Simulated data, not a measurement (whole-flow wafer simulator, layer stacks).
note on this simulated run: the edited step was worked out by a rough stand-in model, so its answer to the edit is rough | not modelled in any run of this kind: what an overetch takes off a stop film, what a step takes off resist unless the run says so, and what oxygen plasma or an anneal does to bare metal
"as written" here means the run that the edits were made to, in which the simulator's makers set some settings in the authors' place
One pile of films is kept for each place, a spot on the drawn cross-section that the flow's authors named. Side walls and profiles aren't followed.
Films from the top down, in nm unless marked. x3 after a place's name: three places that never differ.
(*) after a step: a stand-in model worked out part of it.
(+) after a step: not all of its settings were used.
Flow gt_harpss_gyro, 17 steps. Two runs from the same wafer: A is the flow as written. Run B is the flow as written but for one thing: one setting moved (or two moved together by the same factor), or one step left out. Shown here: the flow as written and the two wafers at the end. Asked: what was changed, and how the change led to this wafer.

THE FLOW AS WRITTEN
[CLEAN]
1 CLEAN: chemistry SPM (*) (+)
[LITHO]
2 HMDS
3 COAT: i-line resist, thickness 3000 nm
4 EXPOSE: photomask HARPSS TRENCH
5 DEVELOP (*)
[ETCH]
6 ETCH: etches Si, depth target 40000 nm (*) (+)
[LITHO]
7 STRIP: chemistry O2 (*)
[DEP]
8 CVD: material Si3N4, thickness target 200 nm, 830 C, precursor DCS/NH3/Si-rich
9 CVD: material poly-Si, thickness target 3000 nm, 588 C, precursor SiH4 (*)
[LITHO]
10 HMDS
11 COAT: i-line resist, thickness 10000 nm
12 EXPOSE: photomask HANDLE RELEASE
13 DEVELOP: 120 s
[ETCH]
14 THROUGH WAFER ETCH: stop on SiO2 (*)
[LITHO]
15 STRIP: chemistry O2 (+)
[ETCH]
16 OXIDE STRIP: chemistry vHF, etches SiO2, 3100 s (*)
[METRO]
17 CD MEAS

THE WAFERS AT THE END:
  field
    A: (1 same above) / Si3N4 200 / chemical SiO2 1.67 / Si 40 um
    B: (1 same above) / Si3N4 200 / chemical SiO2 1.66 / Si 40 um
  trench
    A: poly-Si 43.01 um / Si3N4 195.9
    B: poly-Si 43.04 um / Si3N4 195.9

The cause: step 6, ETCH: depth target 45000 nm was run, where the flow has depth target 40000 nm.

How the change led to this, step by step:
  6 ETCH: etches Si, depth target 40000 nm (*) (+)
      trench: A chemical SiO2 -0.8 (all of it), Si -40 um (all of it) | B chemical SiO2 -0.8 (all of it), Si -40 um (all of it), SiO2 -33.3
      field: A i-line resist -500 | B i-line resist -562.5
  7 STRIP: chemistry O2 (*)
      field: A i-line resist -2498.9 (all of it), chemical SiO2 +0.87, Si -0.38 | B i-line resist -2436.4 (all of it), chemical SiO2 +0.86, Si -0.38
  9 CVD: material poly-Si, thickness target 3000 nm, 588 C, precursor SiH4 (*)
      trench: A poly-Si +43.01 um (new film) | B poly-Si +43.04 um (new film)
